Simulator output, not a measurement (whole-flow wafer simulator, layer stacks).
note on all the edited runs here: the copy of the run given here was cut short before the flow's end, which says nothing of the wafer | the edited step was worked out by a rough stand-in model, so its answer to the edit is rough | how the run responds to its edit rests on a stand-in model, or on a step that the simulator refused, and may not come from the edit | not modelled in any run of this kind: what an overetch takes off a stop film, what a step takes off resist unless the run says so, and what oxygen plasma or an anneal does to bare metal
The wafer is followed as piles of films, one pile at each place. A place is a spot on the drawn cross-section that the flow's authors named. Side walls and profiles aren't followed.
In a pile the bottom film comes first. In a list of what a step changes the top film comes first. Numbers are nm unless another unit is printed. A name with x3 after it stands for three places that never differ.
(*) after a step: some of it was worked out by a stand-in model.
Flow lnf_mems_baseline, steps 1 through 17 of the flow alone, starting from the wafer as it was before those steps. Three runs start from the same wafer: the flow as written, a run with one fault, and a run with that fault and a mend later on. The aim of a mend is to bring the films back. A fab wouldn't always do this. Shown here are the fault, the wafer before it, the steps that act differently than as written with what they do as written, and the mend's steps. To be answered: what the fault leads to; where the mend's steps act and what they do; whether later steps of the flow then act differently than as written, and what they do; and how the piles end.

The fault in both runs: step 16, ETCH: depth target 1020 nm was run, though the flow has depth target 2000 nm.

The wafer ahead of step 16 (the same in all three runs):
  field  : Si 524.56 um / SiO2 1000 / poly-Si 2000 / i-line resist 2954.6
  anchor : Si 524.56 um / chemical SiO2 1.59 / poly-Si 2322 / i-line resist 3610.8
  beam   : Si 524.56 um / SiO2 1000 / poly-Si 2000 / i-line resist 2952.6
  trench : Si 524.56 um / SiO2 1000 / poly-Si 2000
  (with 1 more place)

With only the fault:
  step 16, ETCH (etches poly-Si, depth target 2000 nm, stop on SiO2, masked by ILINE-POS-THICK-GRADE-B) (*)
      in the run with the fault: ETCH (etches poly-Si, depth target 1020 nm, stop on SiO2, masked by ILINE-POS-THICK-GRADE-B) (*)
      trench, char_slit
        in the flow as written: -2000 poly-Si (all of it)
        in the run with the fault: -1020 poly-Si
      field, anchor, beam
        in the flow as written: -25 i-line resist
        in the run with the fault: -12.8 i-line resist
  Later steps of the flow acting differently than as written:
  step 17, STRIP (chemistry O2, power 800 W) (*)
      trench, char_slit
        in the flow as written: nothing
        in the run with the fault: +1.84 chemical SiO2 (new film), -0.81 poly-Si
  At trench, char_slit, the piles at the end differ from the flow's by more than 2% or 0.5 nm, whichever is larger.
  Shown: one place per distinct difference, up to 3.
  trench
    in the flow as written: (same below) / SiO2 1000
    in the run with the fault: (same below) / SiO2 1000 / poly-Si 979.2 / chemical SiO2 1.84

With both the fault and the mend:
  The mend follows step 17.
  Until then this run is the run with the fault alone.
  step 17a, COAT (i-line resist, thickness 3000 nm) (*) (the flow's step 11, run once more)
      field
        +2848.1 i-line resist (new film)
      anchor
        +3460.4 i-line resist (new film)
      beam
        +2759 i-line resist (new film)
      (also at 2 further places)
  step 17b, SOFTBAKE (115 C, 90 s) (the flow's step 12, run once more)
      field
        -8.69 i-line resist
      anchor
        +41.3 i-line resist
      beam
        +52.2 i-line resist
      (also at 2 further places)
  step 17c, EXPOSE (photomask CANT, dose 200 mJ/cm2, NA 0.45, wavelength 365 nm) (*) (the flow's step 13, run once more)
      does not change any film at any place that is followed
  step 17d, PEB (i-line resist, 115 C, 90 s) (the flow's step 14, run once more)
      field
        -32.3 i-line resist
      anchor
        -43.3 i-line resist
      beam
        -31.8 i-line resist
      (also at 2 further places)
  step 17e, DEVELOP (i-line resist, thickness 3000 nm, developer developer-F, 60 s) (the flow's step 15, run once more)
      field, anchor, beam
        -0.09 i-line resist
      trench
        -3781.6 i-line resist (all of it)
      char_slit
        -3823.9 i-line resist (all of it)
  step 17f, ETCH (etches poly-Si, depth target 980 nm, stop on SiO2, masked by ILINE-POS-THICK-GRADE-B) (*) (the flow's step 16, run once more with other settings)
      field, anchor, beam
        -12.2 i-line resist
      trench, char_slit
        -1.84 chemical SiO2 (all of it), -979.2 poly-Si (all of it)
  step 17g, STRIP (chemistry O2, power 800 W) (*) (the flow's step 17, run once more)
      field
        -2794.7 i-line resist (all of it), +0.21 chemical SiO2, -0.09 poly-Si
      anchor
        -3446 i-line resist (all of it), +0.21 chemical SiO2, -0.09 poly-Si
      beam
        -2767 i-line resist (all of it), +0.21 chemical SiO2, -0.09 poly-Si
  None of the later steps of the flow acts differently than as written at any place that is followed.
  At the end the piles are close to the flow's at the places that both follow, differing by at most 2% or 0.5 nm, whichever is larger.
